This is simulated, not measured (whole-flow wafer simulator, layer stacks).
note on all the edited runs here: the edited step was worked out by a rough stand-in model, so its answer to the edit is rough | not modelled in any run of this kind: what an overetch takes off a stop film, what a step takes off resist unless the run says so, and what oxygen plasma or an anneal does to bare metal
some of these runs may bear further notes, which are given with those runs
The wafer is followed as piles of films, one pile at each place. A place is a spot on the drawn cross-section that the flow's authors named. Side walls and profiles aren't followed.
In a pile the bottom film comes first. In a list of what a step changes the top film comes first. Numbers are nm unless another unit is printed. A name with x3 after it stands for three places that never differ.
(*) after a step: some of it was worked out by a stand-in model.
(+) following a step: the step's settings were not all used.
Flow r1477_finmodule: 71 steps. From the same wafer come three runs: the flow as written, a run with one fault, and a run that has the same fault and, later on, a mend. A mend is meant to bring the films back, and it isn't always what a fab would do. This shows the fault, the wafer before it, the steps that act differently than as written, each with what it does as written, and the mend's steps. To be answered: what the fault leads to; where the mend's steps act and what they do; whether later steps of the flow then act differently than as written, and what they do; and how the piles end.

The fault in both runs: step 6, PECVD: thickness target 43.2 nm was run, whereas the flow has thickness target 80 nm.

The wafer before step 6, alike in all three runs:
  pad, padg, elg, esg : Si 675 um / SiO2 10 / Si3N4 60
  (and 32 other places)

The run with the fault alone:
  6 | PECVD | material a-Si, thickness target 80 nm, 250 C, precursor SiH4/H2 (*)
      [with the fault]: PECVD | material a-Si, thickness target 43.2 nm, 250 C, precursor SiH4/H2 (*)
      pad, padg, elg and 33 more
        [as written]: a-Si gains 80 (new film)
        [with the fault]: a-Si gains 43.2 (new film)
  Steps further on in the flow that do not act as written (1 other step is not shown; it differs only slightly, by no more than 2% or 0.5 nm, whichever is larger):
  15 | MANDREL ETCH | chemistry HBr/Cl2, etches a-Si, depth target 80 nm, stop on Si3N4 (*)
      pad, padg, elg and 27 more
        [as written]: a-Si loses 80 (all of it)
        [with the fault]: a-Si loses 43.2 (all of it)
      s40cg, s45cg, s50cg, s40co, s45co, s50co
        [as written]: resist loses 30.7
        [with the fault]: resist loses 24.8
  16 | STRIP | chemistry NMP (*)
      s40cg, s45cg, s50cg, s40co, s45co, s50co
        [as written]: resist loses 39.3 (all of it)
        [with the fault]: resist loses 45.2 (all of it)
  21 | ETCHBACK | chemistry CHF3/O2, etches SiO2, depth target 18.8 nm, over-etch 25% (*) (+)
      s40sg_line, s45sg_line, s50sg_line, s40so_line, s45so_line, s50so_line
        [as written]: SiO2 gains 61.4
        [with the fault]: SiO2 gains 24.6
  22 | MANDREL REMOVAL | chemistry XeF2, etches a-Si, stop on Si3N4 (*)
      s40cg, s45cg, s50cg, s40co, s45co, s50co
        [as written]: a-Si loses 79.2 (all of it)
        [with the fault]: a-Si loses 42.4 (all of it)
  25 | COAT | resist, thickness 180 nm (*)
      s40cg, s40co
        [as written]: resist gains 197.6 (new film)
        [with the fault]: resist gains 188.4 (new film)
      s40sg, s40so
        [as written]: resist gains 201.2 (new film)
        [with the fault]: resist gains 192 (new film)
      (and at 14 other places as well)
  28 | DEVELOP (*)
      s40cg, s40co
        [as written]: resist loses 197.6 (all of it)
        [with the fault]: resist loses 188.4 (all of it)
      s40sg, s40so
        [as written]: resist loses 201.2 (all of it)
        [with the fault]: resist loses 192 (all of it)
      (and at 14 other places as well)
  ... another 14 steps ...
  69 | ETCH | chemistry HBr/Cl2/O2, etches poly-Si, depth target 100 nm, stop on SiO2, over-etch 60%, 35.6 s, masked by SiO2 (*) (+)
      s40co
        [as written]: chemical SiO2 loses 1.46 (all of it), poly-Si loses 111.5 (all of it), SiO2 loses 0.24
        [with the fault]: chemical SiO2 loses 1.36 (all of it), poly-Si loses 134.3 (all of it), SiO2 loses 0.13
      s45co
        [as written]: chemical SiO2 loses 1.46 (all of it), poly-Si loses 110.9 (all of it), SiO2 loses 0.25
        [with the fault]: chemical SiO2 loses 1.36 (all of it), poly-Si loses 134.3 (all of it), SiO2 loses 0.13
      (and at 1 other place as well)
  By the end, the piles at pad, padg, elg and 27 more depart from the flow's by more than 2% or 0.5 nm, whichever is larger.
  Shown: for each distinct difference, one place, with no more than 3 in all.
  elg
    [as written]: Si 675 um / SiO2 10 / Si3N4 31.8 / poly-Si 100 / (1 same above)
    [with the fault]: Si 674.99 um / SiO2 3 / poly-Si 100 / (1 same above)
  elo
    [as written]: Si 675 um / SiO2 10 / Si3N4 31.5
    [with the fault]: Si 674.99 um / SiO2 2.58
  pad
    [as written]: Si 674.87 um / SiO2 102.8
    [with the fault]: Si 674.87 um / SiO2 79.9

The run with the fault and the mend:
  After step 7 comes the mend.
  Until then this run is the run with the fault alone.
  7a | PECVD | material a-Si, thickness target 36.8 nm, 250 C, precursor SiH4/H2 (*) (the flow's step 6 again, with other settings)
      pad, padg, elg and 33 more
        a-Si gains 36.8
  Later steps of the flow that are run all act as written at every place that is followed.
  The piles end the same as the flow's at every place that both follow.
